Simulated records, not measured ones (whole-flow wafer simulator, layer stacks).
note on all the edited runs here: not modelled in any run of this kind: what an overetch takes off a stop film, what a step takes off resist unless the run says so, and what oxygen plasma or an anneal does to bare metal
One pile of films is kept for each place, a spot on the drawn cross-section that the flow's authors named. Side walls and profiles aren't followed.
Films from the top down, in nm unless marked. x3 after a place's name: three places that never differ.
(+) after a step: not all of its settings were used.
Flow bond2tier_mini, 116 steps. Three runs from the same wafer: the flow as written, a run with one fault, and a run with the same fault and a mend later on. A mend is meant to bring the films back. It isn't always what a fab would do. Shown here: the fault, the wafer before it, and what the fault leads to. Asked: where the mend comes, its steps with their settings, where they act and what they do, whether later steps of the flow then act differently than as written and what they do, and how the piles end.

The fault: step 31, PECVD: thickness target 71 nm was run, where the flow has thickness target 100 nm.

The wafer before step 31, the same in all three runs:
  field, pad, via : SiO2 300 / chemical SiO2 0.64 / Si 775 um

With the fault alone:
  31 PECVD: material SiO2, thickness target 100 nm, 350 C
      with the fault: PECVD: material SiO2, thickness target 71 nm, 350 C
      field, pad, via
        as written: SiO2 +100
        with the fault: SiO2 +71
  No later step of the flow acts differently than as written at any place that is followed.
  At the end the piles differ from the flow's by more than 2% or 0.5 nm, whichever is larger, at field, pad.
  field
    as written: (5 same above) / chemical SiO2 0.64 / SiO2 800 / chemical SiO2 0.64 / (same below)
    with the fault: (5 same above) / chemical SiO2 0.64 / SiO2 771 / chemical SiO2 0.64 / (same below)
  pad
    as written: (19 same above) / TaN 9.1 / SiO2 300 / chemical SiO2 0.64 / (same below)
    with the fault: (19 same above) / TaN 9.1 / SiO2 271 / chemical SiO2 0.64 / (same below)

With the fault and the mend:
  The mend comes after step 36.
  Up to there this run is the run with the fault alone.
  36a STRIP: chemistry O2, over-ash 100% (+)
      field
        KrF resist -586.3 (all of it)
  36b PECVD: material SiO2, thickness target 29 nm, 350 C (the flow's step 31 once more, with other settings)
      field, pad, via
        SiO2 +29
  36c COAT: KrF resist, thickness 600 nm (the flow's step 32 once more)
      field, pad, via
        KrF resist +600 (new film)
  36d SOFTBAKE: KrF resist (the flow's step 33 once more)
      changes no film at any place that is followed
  36e EXPOSE: photomask APAD, NA 0.6 (the flow's step 34 once more)
      changes no film at any place that is followed
  36f PEB: KrF resist (the flow's step 35 once more)
      changes no film at any place that is followed
  36g DEVELOP: developer TMAH-0.26N, 60 s (the flow's step 36 once more)
      pad, via
        KrF resist -600 (all of it)
      field
        KrF resist -13.7
  No later step of the flow acts differently than as written at any place that is followed.
  At the end the piles are the same as the flow's at every place that both follow.
